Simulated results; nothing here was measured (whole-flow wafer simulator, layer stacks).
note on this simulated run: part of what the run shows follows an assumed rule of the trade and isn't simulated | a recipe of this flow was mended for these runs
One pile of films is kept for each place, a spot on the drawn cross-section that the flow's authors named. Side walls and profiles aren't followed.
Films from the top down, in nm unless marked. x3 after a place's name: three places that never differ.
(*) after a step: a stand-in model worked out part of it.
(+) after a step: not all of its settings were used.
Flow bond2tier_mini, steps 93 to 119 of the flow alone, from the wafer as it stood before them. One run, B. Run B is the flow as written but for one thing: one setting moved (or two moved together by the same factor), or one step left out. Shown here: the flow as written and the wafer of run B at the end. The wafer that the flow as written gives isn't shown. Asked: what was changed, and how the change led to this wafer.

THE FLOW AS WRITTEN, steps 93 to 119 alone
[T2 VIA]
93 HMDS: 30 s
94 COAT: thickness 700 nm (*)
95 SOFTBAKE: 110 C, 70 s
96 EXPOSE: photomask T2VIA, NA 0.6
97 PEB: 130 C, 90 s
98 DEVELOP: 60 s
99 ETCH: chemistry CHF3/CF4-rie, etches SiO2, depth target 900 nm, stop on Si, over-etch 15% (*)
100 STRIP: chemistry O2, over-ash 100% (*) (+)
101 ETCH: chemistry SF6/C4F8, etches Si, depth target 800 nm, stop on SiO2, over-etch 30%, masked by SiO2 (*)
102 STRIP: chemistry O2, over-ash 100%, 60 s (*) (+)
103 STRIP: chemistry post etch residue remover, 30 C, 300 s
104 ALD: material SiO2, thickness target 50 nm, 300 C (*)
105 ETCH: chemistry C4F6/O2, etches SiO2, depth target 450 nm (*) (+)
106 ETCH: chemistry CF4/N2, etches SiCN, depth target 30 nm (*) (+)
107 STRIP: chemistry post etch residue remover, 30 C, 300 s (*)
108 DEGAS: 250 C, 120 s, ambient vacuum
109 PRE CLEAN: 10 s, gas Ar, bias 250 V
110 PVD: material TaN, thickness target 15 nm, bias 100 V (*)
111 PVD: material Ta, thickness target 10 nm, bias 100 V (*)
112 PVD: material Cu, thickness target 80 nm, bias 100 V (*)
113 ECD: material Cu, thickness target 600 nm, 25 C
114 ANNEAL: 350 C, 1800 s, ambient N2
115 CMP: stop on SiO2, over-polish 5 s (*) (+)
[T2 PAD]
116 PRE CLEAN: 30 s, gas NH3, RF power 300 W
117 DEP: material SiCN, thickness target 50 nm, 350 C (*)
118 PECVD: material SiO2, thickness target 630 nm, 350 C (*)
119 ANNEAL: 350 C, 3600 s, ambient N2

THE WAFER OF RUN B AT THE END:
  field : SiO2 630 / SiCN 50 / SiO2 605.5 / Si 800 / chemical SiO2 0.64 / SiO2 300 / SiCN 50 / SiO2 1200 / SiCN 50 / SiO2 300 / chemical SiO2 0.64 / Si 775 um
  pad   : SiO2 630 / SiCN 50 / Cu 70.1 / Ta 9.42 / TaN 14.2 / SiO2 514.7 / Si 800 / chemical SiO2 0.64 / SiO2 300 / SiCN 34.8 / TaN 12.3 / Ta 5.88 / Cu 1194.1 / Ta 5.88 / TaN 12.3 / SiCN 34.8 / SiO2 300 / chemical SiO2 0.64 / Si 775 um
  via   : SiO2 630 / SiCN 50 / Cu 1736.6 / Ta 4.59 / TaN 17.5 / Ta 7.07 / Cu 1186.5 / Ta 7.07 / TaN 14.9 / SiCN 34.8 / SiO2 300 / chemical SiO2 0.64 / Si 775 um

The cause: step 104, ALD: thickness target 44 nm was run, where the flow has thickness target 50 nm; step 105, ETCH: depth target 396 nm was run, where the flow has depth target 450 nm.

How the change led to this, step by step:
  104 ALD: material SiO2, thickness target 50 nm, 300 C (*)
      field, pad, via: SiO2 +44 (as written it would be: SiO2 +50)
  105 ETCH: chemistry C4F6/O2, etches SiO2, depth target 450 nm (*) (+)
      field, pad: SiO2 -396 (as written it would be: SiO2 -450)
      via: SiO2 -342.1 (all of it), SiCN -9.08 (as written it would be: SiO2 -348.1 (all of it), SiCN -17.2)
  106 ETCH: chemistry CF4/N2, etches SiCN, depth target 30 nm (*) (+)
      via: SiCN -25.7 (all of it), TaN -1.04 (as written it would be: SiCN -17.6 (all of it), TaN -3.01)
